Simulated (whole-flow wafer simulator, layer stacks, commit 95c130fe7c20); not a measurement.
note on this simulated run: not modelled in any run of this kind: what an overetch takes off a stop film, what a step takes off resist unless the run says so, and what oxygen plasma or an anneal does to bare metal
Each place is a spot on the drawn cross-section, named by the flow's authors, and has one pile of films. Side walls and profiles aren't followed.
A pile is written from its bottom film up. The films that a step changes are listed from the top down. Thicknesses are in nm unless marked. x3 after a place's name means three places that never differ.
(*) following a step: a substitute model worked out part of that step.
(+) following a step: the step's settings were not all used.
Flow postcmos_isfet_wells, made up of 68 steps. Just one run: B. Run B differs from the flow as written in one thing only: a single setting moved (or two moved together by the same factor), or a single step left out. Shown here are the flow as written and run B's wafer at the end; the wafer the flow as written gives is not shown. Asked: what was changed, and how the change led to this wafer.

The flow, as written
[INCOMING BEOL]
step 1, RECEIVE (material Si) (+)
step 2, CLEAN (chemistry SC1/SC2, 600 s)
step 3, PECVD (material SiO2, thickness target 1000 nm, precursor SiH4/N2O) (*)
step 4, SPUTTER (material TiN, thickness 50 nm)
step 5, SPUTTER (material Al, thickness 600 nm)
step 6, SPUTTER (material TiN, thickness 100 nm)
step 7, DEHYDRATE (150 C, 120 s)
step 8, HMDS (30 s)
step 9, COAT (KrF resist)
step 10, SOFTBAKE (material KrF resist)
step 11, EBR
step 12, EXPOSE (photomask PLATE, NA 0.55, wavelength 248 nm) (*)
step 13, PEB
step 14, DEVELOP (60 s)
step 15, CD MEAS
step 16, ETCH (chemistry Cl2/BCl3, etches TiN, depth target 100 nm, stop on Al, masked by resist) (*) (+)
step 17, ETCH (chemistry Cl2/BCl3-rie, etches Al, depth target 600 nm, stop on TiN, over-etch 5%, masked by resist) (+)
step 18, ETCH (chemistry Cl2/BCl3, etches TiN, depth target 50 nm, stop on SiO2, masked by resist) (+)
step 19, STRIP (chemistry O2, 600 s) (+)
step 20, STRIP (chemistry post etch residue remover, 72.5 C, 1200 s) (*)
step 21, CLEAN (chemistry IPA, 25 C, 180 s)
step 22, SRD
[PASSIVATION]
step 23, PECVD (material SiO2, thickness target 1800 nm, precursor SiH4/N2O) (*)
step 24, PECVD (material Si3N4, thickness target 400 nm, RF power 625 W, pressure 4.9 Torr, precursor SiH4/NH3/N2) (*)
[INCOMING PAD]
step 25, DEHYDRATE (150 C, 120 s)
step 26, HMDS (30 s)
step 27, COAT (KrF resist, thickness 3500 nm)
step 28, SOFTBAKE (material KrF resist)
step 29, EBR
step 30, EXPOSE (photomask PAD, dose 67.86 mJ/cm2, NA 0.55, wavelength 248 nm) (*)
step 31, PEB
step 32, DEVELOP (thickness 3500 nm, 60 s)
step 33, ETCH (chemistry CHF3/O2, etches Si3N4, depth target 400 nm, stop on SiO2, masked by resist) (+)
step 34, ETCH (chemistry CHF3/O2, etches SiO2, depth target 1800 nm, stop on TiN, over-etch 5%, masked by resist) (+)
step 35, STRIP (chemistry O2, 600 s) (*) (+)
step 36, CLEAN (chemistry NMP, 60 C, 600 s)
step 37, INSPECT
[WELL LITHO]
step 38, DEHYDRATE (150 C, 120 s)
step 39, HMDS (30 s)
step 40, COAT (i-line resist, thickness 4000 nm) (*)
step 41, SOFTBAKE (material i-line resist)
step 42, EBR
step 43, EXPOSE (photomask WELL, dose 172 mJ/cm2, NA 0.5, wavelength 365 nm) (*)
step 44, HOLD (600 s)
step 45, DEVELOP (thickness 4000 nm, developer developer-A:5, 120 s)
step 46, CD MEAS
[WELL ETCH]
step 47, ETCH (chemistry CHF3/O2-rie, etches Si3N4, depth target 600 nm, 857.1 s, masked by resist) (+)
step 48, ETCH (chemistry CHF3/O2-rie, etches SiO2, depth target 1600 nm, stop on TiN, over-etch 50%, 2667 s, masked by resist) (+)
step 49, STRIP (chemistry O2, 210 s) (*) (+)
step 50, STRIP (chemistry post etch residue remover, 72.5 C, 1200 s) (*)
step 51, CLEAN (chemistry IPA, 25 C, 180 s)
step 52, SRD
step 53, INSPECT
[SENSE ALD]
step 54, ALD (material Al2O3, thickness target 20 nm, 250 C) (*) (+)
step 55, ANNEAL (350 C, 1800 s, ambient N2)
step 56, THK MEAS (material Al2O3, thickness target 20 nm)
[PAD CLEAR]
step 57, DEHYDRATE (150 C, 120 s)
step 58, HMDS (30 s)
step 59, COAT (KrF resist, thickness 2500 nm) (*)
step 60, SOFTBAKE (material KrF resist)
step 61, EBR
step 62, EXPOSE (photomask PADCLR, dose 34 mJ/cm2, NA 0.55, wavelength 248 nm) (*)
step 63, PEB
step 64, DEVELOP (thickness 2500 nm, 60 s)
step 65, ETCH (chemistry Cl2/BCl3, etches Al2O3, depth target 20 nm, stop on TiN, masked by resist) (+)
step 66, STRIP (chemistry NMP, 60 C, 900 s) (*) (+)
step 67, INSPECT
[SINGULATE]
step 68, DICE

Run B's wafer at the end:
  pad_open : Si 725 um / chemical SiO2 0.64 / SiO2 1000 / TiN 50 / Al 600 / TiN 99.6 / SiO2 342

What caused this: step 34, ETCH: depth target 1458 nm was run, while the flow as written has depth target 1800 nm.

How this came from the change, step by step:
  step 34, ETCH (chemistry CHF3/O2, etches SiO2, depth target 1800 nm, stop on TiN, over-etch 5%, masked by resist) (+)
      pad_open: -1458 SiO2 (it would be, as written: -1800 SiO2 (all of it))
      field, margin, well900, well1300 x3, pad_rim, pad_clr: -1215 KrF resist (it would be, as written: -1500 KrF resist)
  step 35, STRIP (chemistry O2, 600 s) (*) (+)
      field, margin, well900, well1300 x3, pad_rim, pad_clr: -1898.3 KrF resist (all of it) (it would be, as written: -1613.3 KrF resist (all of it))
  step 40, COAT (i-line resist, thickness 4000 nm) (*)
      pad_clr: +3364.6 i-line resist (new film) (it would be, as written: +3256.8 i-line resist (new film))
      pad_open: +4681.5 i-line resist (new film) (it would be, as written: +4804.7 i-line resist (new film))
  step 41, SOFTBAKE (material i-line resist)
      pad_clr: -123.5 i-line resist (it would be, as written: -156.7 i-line resist)
      pad_open: +99.9 i-line resist (it would be, as written: +115.3 i-line resist)
  step 49, STRIP (chemistry O2, 210 s) (*) (+)
      pad_clr: -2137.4 i-line resist (all of it) (it would be, as written: -1996.5 i-line resist (all of it))
      pad_open: -3677.8 i-line resist (all of it) (it would be, as written: -3816.3 i-line resist (all of it))
  step 59, COAT (KrF resist, thickness 2500 nm) (*)
      pad_rim: +2054.3 KrF resist (new film) (it would be, as written: +1976.4 KrF resist (new film))
      pad_clr: +1807 KrF resist (new film) (it would be, as written: +1691.6 KrF resist (new film))
      (and at 1 other place as well)
  step 63, PEB
      pad_rim: -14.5 KrF resist (it would be, as written: -13.9 KrF resist)
      pad_clr: -12.6 KrF resist (it would be, as written: -11.8 KrF resist)
      (and at 1 other place as well)
  step 64, DEVELOP (thickness 2500 nm, 60 s)
      pad_clr: -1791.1 KrF resist (all of it) (it would be, as written: -1676 KrF resist (all of it))
      pad_open: -2959.5 KrF resist (all of it) (it would be, as written: -3045.1 KrF resist (all of it))
  step 66, STRIP (chemistry NMP, 60 C, 900 s) (*) (+)
      pad_rim: -2000.9 KrF resist (all of it) (it would be, as written: -1923.7 KrF resist (all of it))
